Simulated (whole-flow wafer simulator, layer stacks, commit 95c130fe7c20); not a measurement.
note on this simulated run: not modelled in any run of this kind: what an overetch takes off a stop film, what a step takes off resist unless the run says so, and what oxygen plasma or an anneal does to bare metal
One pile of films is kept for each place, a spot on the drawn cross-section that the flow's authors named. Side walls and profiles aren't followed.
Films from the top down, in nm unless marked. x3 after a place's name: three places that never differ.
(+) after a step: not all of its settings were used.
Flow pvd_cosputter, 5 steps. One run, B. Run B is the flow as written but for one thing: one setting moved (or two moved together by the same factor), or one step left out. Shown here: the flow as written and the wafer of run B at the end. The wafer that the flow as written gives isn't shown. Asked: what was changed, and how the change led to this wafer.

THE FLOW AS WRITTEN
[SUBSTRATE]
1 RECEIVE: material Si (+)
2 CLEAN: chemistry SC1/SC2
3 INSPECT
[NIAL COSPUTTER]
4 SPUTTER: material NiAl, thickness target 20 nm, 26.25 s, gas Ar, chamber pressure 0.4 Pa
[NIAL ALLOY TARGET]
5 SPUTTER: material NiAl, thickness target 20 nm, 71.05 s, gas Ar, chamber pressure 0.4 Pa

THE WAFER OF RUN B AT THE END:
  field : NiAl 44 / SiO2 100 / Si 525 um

The cause: step 5, SPUTTER: thickness target 24 nm was run, where the flow has thickness target 20 nm; step 5, SPUTTER: 85.26 s was run, where the flow has 71.05 s.

How the change led to this, step by step:
  5 SPUTTER: material NiAl, thickness target 20 nm, 71.05 s, gas Ar, chamber pressure 0.4 Pa
      field: NiAl +24 (as written it would be: NiAl +20)
